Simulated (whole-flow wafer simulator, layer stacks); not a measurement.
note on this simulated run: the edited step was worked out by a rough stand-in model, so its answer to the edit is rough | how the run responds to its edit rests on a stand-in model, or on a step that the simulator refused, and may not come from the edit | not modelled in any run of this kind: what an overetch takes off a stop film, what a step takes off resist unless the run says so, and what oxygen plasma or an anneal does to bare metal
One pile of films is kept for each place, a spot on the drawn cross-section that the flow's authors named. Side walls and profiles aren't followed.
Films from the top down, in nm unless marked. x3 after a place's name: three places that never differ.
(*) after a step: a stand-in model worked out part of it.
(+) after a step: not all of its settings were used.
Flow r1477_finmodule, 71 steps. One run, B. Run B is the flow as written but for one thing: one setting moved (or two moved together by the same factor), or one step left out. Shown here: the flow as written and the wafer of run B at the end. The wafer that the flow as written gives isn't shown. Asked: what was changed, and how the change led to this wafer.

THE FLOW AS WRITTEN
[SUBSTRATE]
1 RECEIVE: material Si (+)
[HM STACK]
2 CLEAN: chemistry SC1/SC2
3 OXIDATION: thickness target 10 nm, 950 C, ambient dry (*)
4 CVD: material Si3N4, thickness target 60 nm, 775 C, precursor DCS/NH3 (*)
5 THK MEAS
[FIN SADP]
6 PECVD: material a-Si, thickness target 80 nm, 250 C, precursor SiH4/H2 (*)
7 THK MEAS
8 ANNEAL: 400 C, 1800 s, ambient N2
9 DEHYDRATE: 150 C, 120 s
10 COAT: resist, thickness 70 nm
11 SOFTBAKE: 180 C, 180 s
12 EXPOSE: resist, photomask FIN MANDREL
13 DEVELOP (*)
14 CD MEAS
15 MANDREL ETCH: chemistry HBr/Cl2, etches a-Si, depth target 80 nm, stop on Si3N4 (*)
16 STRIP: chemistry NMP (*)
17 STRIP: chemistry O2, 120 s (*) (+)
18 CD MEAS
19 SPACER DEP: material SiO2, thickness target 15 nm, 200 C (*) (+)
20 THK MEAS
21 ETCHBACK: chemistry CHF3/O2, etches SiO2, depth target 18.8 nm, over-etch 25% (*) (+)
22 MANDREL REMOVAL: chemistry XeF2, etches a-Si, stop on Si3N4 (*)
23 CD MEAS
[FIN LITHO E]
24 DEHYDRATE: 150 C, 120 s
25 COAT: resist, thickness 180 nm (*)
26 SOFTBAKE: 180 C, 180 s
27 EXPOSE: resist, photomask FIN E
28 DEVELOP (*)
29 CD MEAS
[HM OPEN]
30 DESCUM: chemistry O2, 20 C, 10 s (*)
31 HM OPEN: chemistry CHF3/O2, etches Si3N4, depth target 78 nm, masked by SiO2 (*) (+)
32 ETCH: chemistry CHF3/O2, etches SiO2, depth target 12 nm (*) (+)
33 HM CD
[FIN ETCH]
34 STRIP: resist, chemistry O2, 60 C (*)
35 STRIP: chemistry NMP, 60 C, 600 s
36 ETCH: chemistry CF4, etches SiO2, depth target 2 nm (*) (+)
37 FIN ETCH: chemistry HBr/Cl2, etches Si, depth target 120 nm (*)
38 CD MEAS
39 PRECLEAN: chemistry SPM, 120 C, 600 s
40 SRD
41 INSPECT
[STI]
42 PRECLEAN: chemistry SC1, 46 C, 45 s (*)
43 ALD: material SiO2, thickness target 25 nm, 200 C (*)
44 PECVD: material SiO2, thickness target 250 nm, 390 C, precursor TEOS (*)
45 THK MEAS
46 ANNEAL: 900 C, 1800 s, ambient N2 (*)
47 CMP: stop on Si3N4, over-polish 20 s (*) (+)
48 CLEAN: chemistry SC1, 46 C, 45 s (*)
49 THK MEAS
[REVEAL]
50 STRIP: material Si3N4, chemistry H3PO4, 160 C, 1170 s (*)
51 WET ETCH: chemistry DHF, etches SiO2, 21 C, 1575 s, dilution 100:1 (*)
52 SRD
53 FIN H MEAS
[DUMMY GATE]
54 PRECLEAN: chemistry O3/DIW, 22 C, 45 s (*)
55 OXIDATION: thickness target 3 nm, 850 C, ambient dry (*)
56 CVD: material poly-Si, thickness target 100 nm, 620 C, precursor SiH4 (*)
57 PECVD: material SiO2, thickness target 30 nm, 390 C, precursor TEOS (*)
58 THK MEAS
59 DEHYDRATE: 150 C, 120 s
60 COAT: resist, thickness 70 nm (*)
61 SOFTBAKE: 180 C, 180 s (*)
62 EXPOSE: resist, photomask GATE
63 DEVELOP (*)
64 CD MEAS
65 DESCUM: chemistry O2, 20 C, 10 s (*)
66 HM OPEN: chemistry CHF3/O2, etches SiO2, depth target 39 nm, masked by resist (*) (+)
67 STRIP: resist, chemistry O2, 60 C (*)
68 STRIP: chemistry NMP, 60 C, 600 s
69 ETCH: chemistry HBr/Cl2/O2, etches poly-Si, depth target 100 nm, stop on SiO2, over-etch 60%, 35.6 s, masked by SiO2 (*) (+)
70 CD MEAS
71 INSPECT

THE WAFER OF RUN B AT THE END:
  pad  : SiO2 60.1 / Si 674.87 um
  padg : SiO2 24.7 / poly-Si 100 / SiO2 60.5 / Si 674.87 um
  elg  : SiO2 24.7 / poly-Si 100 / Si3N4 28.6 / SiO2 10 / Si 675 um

The cause: step 51, WET ETCH: 2362 s was run, where the flow has 1575 s.

How the change led to this, step by step:
  51 WET ETCH: chemistry DHF, etches SiO2, 21 C, 1575 s, dilution 100:1 (*)
      pad, padg, e40sg and 12 more: SiO2 -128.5 (as written it would be: SiO2 -85.7)
      elg, e40lg, e100lg, e200lg, elo, e40lo, e100lo, e200lo: SiO2 -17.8 (all of it), Si3N4 -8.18 (as written it would be: SiO2 -17.8 (all of it), Si3N4 -4.97)
      (and at 7 more places)
  56 CVD: material poly-Si, thickness target 100 nm, 620 C, precursor SiH4 (*)
      s40cg, s40co: poly-Si +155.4 (new film) (as written it would be: poly-Si +113.9 (new film))
      s45cg, s45co: poly-Si +155.4 (new film) (as written it would be: poly-Si +113.4 (new film))
      (and at 3 more places)
  60 COAT: resist, thickness 70 nm (*)
      e40lg, e100lg, e200lg, elo, e40lo, e100lo, e200lo: resist +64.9 (new film) (as written it would be: resist +66.9 (new film))
      e40sg, eso, e40so: resist +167 (new film) (as written it would be: resist +129.5 (new film))
      (and at 16 more places)
  63 DEVELOP (*)
      elo, e40lo, e100lo, e200lo: resist -64.9 (all of it) (as written it would be: resist -66.9 (all of it))
      eso, e40so: resist -167 (all of it) (as written it would be: resist -129.5 (all of it))
      (and at 8 more places)
  67 STRIP: resist, chemistry O2, 60 C (*)
      e40lg, e100lg, e200lg: resist -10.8 (all of it) (as written it would be: resist -12.8 (all of it))
      e40sg: resist -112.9 (all of it) (as written it would be: resist -75.4 (all of it))
      (and at 10 more places)
  69 ETCH: chemistry HBr/Cl2/O2, etches poly-Si, depth target 100 nm, stop on SiO2, over-etch 60%, 35.6 s, masked by SiO2 (*) (+)
      s40co: chemical SiO2 -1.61 (all of it), poly-Si -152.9 (all of it) (as written it would be: chemical SiO2 -1.46 (all of it), poly-Si -111.5 (all of it), SiO2 -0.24)
      s45co: chemical SiO2 -1.61 (all of it), poly-Si -152.9 (all of it) (as written it would be: chemical SiO2 -1.46 (all of it), poly-Si -110.9 (all of it), SiO2 -0.25)
      (and at 1 more place)
